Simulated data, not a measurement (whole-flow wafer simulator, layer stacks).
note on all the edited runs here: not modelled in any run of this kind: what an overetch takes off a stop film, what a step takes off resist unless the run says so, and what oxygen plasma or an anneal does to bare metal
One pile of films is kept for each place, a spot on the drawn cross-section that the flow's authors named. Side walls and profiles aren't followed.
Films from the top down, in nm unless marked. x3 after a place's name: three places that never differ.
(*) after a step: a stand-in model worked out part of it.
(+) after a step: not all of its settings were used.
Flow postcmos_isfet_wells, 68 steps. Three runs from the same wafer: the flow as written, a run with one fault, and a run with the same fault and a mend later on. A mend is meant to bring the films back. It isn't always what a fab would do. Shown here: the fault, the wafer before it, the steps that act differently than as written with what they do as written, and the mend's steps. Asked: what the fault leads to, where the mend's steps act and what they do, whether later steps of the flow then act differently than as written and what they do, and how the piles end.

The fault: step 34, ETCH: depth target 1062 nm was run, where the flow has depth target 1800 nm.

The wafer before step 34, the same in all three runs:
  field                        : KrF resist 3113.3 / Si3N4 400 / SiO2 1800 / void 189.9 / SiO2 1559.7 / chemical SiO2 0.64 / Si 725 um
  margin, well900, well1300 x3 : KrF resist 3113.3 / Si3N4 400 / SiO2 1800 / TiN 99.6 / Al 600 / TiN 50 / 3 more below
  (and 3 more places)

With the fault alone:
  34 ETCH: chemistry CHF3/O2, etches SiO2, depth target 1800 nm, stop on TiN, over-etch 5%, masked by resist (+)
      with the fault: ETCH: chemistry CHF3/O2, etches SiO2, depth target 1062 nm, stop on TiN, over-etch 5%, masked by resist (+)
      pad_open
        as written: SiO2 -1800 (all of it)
        with the fault: SiO2 -1062
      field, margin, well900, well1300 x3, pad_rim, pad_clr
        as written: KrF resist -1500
        with the fault: KrF resist -885
  Later steps of the flow that act differently than as written (1 more step differs only slightly, by at most 2% or 0.5 nm, whichever is larger, and isn't shown):
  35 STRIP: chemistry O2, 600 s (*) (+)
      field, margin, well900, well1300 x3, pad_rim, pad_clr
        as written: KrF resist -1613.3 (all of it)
        with the fault: KrF resist -2228.3 (all of it)
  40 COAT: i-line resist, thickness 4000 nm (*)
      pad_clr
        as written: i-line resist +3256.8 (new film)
        with the fault: i-line resist +3492.1 (new film)
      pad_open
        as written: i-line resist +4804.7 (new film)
        with the fault: i-line resist +4538.4 (new film)
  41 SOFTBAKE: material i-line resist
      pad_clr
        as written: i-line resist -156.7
        with the fault: i-line resist -87.9
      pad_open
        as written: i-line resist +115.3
        with the fault: i-line resist +80.5
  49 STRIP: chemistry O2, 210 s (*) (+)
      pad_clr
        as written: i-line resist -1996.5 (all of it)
        with the fault: i-line resist -2300.5 (all of it)
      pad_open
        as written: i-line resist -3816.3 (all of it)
        with the fault: i-line resist -3515.3 (all of it)
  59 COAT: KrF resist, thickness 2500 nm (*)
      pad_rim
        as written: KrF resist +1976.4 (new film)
        with the fault: KrF resist +2147.9 (new film)
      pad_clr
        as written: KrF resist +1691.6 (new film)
        with the fault: KrF resist +1946.4 (new film)
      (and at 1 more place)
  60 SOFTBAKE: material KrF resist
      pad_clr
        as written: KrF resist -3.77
        with the fault: KrF resist -2.88
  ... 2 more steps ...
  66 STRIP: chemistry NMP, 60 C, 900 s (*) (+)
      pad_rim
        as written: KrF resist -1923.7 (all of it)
        with the fault: KrF resist -2093.7 (all of it)
  At the end the piles differ from the flow's by more than 2% or 0.5 nm, whichever is larger, at pad_open.
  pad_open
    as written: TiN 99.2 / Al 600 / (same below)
    with the fault: SiO2 738 / TiN 99.6 / Al 600 / (same below)

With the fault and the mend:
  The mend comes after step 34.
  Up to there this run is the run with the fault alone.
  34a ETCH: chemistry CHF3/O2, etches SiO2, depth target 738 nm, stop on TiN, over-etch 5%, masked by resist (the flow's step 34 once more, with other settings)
      field, margin, well900, well1300 x3, pad_rim, pad_clr
        KrF resist -615
      pad_open
        SiO2 -738 (all of it)
  No later step of the flow acts differently than as written at any place that is followed.
  At the end the piles are the same as the flow's at every place that both follow.
